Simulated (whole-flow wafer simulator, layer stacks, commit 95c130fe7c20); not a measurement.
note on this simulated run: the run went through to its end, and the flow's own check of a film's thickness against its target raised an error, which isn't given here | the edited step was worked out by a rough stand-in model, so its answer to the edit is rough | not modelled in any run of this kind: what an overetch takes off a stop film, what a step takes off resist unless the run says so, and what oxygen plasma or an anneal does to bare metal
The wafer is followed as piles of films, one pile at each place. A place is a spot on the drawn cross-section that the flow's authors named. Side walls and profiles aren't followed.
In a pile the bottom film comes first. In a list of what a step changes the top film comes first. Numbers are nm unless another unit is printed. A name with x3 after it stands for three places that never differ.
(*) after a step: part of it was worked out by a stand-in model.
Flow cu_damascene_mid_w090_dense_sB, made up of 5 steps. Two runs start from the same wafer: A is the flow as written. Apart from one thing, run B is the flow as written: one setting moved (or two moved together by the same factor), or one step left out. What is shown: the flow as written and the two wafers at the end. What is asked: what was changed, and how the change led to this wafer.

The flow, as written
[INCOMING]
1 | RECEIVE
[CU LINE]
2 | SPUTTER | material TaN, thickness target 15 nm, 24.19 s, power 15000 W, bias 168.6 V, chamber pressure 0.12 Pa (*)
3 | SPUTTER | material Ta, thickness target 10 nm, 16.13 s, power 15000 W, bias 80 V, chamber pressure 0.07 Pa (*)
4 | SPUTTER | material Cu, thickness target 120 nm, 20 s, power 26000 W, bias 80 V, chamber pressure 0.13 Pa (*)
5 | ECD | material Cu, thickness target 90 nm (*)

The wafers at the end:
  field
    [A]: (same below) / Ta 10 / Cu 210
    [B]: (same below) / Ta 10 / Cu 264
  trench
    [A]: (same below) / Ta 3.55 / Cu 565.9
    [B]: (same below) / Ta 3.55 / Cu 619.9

What caused this: step 4, SPUTTER: thickness target 174 nm was run, whereas the flow has thickness target 120 nm; step 4, SPUTTER: 29 s was run, where the flow has 20 s.

How this came from the change, step by step:
  4 | SPUTTER | material Cu, thickness target 120 nm, 20 s, power 26000 W, bias 80 V, chamber pressure 0.13 Pa (*)
      field: A +120 Cu (new film) | B +174 Cu (new film)
      trench: A +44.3 Cu (new film) | B +64.3 Cu (new film)
  5 | ECD | material Cu, thickness target 90 nm (*)
      trench: A +521.6 Cu | B +555.6 Cu
